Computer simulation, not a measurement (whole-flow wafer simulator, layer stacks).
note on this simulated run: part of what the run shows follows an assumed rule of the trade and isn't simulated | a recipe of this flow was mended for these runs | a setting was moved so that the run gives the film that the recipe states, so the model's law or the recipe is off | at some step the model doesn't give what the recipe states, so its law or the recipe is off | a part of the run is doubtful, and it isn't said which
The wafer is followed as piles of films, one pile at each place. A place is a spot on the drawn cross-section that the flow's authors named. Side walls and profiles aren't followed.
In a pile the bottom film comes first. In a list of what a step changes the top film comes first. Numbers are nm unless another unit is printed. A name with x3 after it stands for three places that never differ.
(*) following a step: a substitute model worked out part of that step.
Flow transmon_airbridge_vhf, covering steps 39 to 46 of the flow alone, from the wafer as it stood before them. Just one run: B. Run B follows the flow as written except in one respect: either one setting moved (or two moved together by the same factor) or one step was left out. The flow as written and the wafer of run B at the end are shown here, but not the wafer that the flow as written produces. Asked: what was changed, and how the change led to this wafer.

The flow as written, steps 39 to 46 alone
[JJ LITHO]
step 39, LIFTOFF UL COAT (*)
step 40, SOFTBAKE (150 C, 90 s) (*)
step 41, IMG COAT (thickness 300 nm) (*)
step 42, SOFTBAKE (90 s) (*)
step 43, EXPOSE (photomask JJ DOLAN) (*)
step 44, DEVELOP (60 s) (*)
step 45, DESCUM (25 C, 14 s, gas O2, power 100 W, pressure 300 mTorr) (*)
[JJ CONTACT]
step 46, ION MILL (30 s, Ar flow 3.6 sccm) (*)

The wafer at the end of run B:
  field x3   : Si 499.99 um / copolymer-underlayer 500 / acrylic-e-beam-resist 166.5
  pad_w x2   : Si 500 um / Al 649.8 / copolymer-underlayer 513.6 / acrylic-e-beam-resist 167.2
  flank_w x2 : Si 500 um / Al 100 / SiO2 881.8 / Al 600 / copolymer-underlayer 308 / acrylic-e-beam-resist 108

What caused this: step 41, IMG COAT: thickness 192 nm was run, though the flow has thickness 300 nm; step 46, ION MILL: 19.2 s was run, where the flow has 30 s.

The path from the change to this, step by step:
  step 41, IMG COAT (thickness 300 nm) (*)
      field x3, jj_line, ground_far x3: acrylic-e-beam-resist gains 192 (new film) (it would be, as written: acrylic-e-beam-resist gains 300 (new film))
      pad_w x2: acrylic-e-beam-resist gains 192.7 (new film) (it would be, as written: acrylic-e-beam-resist gains 300.2 (new film))
      (also at 8 further places)
  step 44, DEVELOP (60 s) (*)
      jj_line: acrylic-e-beam-resist loses 192 (all of it), copolymer-underlayer loses 500 (all of it) (it would be, as written: acrylic-e-beam-resist loses 300 (all of it), copolymer-underlayer loses 500 (all of it))
  step 46, ION MILL (30 s, Ar flow 3.6 sccm) (*)
      field x3, ground_far x3, pad_w x2, flank_w x2, gap_w x2, cpw_trace, margin_s x2, bridge_strip: acrylic-e-beam-resist loses 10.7 (it would be, as written: acrylic-e-beam-resist loses 16.8)
      jj_line: Si loses 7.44 (it would be, as written: Si loses 11.6)
